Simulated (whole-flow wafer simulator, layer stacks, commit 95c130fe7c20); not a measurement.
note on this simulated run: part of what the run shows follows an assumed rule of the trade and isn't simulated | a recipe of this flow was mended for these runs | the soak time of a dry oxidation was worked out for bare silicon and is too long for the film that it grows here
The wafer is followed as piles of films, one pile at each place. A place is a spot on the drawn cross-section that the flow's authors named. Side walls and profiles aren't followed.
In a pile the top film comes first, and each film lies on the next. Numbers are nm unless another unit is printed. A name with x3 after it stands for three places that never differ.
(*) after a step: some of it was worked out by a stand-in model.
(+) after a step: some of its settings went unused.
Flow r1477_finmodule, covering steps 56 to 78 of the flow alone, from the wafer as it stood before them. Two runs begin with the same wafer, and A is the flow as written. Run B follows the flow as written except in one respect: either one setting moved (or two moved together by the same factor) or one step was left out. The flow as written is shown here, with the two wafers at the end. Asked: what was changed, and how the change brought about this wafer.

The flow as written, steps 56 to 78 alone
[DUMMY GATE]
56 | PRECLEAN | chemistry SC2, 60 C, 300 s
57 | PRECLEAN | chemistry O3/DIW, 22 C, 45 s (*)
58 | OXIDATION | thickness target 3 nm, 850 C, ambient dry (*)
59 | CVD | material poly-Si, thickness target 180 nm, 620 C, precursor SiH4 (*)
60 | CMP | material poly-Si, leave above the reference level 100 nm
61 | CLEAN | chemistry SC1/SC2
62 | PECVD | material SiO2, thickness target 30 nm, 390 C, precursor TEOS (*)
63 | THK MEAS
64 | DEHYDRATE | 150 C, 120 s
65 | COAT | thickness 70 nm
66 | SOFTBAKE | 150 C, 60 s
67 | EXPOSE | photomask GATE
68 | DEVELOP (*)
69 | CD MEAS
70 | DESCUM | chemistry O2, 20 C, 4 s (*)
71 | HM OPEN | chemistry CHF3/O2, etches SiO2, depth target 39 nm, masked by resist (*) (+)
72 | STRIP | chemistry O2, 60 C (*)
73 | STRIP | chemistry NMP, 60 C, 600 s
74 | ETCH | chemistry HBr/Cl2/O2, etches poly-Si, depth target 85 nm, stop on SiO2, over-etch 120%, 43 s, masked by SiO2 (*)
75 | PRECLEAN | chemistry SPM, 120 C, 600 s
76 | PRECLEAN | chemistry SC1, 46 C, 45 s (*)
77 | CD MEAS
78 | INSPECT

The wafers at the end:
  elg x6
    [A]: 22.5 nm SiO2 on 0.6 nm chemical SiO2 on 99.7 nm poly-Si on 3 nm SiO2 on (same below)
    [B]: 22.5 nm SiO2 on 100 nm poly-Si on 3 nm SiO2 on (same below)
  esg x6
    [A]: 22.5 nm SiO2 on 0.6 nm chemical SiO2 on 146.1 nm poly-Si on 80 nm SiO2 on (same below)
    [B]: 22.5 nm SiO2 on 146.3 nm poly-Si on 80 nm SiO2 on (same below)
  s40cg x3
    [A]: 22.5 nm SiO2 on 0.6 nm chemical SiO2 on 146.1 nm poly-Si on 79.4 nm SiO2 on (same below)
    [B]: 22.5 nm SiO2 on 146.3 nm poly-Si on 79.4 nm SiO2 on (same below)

What caused this: step 61, CLEAN: chemistry SC1/SC2, was skipped.

The path from the change to this, step by step:
  71 | HM OPEN | chemistry CHF3/O2, etches SiO2, depth target 39 nm, masked by resist (*) (+)
      pad, elo x6, eso x3, e200lo, e200so, s40co x3, s40so x3: A -30 SiO2 (all of it), -0.6 chemical SiO2 (all of it), -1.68 poly-Si | B -30 SiO2 (all of it), -1.8 poly-Si
